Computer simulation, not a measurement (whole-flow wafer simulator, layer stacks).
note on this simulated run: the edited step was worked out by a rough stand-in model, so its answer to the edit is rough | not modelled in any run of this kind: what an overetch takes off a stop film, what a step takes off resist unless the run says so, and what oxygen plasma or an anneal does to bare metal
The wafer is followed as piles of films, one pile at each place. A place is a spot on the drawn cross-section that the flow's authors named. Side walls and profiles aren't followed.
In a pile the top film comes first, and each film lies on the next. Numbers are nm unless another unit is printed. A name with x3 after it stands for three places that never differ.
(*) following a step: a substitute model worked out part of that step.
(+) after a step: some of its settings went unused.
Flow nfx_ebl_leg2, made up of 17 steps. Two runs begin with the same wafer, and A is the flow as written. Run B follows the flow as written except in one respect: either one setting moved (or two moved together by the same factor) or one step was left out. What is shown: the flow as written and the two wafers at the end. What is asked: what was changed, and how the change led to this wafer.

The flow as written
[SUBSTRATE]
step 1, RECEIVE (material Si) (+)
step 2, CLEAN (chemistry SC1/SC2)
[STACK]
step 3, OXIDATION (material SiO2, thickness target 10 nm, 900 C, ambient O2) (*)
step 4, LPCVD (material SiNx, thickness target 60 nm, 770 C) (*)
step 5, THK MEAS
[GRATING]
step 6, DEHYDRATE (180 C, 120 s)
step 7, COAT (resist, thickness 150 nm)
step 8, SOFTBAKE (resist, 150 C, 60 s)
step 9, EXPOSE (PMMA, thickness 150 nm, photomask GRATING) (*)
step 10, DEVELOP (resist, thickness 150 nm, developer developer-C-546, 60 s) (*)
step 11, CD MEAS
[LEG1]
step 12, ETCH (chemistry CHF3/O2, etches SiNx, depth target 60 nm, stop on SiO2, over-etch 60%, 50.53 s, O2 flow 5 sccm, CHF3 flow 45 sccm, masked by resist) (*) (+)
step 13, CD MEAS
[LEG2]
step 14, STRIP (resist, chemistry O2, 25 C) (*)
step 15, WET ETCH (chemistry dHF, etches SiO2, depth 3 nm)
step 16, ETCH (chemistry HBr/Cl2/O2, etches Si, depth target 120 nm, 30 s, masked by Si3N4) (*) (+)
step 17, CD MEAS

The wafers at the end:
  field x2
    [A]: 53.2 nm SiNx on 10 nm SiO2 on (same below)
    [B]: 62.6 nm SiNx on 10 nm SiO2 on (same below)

What caused this: step 4, LPCVD: thickness target 69.4 nm was run, though the flow has thickness target 60 nm.

How this came from the change, step by step:
  step 4, LPCVD (material SiNx, thickness target 60 nm, 770 C) (*)
      field x2, pad x2: A SiNx gains 60 (new film) | B SiNx gains 69.4 (new film)
  step 12, ETCH (chemistry CHF3/O2, etches SiNx, depth target 60 nm, stop on SiO2, over-etch 60%, 50.53 s, O2 flow 5 sccm, CHF3 flow 45 sccm, masked by resist) (*) (+)
      pad x2: A SiNx loses 60 (all of it), SiO2 loses 10 (all of it) | B SiNx loses 69.4 (all of it), SiO2 loses 10 (all of it)
